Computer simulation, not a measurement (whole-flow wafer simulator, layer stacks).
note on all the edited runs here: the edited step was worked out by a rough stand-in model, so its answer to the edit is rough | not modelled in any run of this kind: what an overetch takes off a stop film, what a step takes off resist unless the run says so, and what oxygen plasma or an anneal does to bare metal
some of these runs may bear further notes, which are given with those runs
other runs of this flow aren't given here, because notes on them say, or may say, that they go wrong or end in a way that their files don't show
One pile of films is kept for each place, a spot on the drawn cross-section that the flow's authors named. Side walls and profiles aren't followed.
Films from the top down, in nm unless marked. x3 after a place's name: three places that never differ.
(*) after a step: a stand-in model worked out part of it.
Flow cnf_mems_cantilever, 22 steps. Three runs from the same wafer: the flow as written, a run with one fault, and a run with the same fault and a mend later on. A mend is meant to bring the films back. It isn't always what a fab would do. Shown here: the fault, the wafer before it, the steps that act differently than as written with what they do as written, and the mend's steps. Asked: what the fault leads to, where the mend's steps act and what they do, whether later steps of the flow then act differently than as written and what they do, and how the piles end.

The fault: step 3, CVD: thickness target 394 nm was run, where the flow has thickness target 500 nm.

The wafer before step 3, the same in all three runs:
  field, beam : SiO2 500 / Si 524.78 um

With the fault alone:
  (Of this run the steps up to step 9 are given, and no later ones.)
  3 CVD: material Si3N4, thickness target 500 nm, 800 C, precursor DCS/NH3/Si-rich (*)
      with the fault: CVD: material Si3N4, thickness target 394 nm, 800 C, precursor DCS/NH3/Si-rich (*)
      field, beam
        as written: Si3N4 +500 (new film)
        with the fault: Si3N4 +394 (new film)
  No later step of the flow up to step 9 acts differently than as written at any place that is followed.
  After step 9 the piles differ from the flow's by more than 2% or 0.5 nm, whichever is larger, at field, beam.
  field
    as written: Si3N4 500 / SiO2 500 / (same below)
    with the fault: Si3N4 394 / SiO2 500 / (same below)
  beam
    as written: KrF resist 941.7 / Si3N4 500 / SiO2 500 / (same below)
    with the fault: KrF resist 941.7 / Si3N4 394 / SiO2 500 / (same below)

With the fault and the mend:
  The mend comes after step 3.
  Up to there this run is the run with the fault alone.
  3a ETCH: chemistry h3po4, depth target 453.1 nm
      field, beam
        Si3N4 -394 (all of it)
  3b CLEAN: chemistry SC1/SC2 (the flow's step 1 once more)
      changes no film at any place that is followed
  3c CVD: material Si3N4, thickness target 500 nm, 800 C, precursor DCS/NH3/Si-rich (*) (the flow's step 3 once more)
      field, beam
        Si3N4 +500 (new film)
  No later step of the flow acts differently than as written at any place that is followed.
  At the end the piles are the same as the flow's at every place that both follow.
